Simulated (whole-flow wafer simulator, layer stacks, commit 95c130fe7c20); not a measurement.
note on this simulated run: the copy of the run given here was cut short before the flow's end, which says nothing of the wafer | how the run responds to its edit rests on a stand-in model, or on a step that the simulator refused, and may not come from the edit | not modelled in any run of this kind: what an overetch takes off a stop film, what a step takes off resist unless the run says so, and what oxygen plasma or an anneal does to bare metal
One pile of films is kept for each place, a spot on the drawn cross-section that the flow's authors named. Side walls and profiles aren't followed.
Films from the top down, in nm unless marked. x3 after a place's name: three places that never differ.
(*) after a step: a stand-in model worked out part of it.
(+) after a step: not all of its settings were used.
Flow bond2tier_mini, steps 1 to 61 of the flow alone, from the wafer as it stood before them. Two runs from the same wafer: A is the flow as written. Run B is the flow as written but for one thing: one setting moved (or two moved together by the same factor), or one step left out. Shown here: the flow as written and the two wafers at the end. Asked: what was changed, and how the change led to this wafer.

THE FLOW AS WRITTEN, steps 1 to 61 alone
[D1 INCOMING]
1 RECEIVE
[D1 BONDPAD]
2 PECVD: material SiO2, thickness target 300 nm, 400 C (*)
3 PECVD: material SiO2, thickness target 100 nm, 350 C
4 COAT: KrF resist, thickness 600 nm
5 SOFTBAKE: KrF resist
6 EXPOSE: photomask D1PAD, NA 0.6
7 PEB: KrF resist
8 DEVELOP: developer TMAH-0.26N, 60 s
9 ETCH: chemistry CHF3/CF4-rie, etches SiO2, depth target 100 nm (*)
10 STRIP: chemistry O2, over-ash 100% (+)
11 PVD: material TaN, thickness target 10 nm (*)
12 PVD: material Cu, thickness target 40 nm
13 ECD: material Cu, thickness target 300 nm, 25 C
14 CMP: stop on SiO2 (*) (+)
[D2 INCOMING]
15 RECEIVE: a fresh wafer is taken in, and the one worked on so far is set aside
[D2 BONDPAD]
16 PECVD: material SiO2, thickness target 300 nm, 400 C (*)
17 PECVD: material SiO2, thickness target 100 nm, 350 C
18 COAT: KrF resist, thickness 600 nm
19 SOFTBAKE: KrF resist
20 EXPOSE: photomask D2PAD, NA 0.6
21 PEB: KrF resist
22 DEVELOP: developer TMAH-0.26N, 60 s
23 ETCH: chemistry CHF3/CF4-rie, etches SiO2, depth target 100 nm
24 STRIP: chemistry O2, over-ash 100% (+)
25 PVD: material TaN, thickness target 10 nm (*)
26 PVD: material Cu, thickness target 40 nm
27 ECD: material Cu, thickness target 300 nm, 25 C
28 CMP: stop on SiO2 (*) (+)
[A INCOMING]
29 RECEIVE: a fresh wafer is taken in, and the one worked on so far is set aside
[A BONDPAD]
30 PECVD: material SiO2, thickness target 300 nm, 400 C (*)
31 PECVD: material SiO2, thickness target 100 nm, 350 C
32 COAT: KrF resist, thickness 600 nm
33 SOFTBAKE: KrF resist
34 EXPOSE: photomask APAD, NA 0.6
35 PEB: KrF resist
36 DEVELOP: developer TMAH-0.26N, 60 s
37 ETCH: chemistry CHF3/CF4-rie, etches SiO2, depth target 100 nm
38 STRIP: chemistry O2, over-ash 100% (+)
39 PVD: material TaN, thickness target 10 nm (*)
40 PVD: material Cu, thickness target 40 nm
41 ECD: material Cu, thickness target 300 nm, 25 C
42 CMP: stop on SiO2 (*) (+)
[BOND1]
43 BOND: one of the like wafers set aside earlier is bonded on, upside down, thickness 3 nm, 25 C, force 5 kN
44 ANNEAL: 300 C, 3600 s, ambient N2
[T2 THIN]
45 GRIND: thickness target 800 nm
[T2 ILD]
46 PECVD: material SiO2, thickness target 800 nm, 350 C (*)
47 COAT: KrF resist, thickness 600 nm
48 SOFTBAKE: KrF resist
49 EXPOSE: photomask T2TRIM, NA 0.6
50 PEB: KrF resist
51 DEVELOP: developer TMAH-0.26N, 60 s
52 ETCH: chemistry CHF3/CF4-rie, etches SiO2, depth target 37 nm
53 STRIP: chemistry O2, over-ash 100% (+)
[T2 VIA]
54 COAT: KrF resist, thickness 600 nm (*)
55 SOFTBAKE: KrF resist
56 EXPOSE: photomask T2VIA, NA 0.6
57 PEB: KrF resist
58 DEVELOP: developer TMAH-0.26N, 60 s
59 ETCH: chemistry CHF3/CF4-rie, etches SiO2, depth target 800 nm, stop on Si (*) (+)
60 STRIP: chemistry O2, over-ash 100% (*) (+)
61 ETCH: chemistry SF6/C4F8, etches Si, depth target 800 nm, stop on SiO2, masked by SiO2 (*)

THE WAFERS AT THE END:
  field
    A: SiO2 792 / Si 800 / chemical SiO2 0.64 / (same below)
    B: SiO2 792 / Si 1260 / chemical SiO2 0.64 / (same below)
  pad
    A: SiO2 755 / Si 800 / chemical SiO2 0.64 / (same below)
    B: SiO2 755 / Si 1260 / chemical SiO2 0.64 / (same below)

The cause: step 45, GRIND: thickness target 1260 nm was run, where the flow has thickness target 800 nm.
It can be read off the wafer: field has Si 1260, and step 45 as written asks for 800 nm.

How the change led to this, step by step:
  45 GRIND: thickness target 800 nm
      field, pad, via: A Si -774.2 um | B Si -773.74 um
